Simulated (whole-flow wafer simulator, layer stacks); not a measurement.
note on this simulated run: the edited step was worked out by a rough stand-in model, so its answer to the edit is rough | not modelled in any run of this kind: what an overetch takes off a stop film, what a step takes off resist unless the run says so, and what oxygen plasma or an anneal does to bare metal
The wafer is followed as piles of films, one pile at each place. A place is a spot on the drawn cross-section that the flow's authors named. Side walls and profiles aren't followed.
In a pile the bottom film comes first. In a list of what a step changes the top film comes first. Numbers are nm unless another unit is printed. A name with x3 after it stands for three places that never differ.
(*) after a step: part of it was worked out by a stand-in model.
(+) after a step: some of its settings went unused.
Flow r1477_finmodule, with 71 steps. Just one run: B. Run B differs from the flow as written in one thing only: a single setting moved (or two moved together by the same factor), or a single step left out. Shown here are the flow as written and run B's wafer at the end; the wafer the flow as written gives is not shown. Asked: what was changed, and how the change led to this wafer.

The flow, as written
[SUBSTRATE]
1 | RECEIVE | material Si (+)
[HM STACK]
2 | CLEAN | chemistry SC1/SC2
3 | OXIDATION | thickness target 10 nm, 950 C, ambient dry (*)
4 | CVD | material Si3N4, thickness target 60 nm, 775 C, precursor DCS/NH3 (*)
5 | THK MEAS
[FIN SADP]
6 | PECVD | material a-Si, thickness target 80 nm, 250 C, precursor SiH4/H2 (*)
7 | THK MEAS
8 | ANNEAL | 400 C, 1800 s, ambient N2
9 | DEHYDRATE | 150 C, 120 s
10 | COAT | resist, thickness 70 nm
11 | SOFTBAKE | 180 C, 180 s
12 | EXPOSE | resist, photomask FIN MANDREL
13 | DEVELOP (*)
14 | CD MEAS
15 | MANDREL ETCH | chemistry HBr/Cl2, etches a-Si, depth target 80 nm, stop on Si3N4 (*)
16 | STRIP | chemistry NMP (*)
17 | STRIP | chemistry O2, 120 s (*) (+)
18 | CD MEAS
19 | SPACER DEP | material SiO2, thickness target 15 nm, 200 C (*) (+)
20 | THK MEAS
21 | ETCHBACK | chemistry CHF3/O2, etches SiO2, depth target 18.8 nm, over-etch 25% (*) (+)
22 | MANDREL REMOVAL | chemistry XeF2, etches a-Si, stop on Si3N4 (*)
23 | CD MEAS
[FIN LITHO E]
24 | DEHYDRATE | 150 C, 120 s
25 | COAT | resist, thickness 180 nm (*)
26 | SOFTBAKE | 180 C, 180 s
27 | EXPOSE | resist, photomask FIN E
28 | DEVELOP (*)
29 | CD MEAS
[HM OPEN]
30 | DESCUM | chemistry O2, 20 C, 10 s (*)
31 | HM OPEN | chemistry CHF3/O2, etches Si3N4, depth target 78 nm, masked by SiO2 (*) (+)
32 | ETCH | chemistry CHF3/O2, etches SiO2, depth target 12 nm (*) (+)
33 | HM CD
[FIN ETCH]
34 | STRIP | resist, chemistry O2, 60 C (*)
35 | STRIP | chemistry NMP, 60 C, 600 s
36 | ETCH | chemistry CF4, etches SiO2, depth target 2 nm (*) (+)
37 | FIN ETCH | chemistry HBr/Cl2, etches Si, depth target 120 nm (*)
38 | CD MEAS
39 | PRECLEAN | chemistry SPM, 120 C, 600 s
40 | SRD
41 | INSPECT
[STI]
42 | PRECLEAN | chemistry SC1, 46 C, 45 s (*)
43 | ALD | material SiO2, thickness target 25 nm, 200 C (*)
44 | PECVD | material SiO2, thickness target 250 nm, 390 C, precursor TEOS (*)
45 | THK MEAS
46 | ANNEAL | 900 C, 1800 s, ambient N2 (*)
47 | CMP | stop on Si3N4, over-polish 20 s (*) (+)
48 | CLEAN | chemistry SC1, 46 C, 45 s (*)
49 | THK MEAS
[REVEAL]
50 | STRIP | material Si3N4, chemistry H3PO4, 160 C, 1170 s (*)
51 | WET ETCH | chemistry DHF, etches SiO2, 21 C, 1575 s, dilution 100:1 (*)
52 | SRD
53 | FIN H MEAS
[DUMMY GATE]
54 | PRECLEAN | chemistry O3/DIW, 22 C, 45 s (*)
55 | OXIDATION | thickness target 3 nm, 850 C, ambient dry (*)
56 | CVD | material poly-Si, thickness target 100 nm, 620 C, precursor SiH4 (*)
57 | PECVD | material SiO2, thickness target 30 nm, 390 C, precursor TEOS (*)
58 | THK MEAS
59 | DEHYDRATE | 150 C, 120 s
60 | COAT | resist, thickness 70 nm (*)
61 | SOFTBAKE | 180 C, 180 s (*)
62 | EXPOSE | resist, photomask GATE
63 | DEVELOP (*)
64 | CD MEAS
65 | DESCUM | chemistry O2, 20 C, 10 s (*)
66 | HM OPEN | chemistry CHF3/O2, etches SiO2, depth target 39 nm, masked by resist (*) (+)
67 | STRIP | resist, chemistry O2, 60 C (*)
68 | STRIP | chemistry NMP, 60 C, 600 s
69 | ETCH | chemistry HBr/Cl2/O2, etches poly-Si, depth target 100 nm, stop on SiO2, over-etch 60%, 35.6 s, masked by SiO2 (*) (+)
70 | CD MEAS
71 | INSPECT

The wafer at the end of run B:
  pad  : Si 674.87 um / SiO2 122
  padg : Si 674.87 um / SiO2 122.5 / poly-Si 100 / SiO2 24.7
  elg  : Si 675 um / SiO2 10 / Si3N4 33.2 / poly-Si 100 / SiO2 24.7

What caused this: step 51, WET ETCH: 1221 s was run, while the flow as written has 1575 s.

How this came from the change, step by step:
  51 | WET ETCH | chemistry DHF, etches SiO2, 21 C, 1575 s, dilution 100:1 (*)
      pad, padg, e40sg and 12 more: SiO2 loses 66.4 (it would be, as written: SiO2 loses 85.7)
      elg, e40lg, e100lg, e200lg, elo, e40lo, e100lo, e200lo: SiO2 loses 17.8 (all of it), Si3N4 loses 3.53 (it would be, as written: SiO2 loses 17.8 (all of it), Si3N4 loses 4.97)
      (also at 7 further places)
  56 | CVD | material poly-Si, thickness target 100 nm, 620 C, precursor SiH4 (*)
      s40cg, s40co: poly-Si gains 100 (new film) (it would be, as written: poly-Si gains 113.9 (new film))
      s45cg, s45co: poly-Si gains 100 (new film) (it would be, as written: poly-Si gains 113.4 (new film))
      (also at 3 further places)
  60 | COAT | resist, thickness 70 nm (*)
      e40sg, eso, e40so: resist gains 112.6 (new film) (it would be, as written: resist gains 129.5 (new film))
      e100sg, e100so: resist gains 112.5 (new film) (it would be, as written: resist gains 129.4 (new film))
      (also at 20 further places)
  63 | DEVELOP (*)
      eso, e40so: resist loses 112.6 (all of it) (it would be, as written: resist loses 129.5 (all of it))
      e100so: resist loses 112.5 (all of it) (it would be, as written: resist loses 129.4 (all of it))
      (also at 10 further places)
  67 | STRIP | resist, chemistry O2, 60 C (*)
      e40lg, e100lg, e200lg: resist loses 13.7 (all of it) (it would be, as written: resist loses 12.8 (all of it))
      e40sg: resist loses 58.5 (all of it) (it would be, as written: resist loses 75.4 (all of it))
      (also at 11 further places)
  69 | ETCH | chemistry HBr/Cl2/O2, etches poly-Si, depth target 100 nm, stop on SiO2, over-etch 60%, 35.6 s, masked by SiO2 (*) (+)
      s40co: chemical SiO2 loses 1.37 (all of it), poly-Si loses 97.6 (all of it), SiO2 loses 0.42 (it would be, as written: chemical SiO2 loses 1.46 (all of it), poly-Si loses 111.5 (all of it), SiO2 loses 0.24)
      s45co: chemical SiO2 loses 1.37 (all of it), poly-Si loses 97.6 (all of it), SiO2 loses 0.42 (it would be, as written: chemical SiO2 loses 1.46 (all of it), poly-Si loses 110.9 (all of it), SiO2 loses 0.25)
      (also at 1 further place)
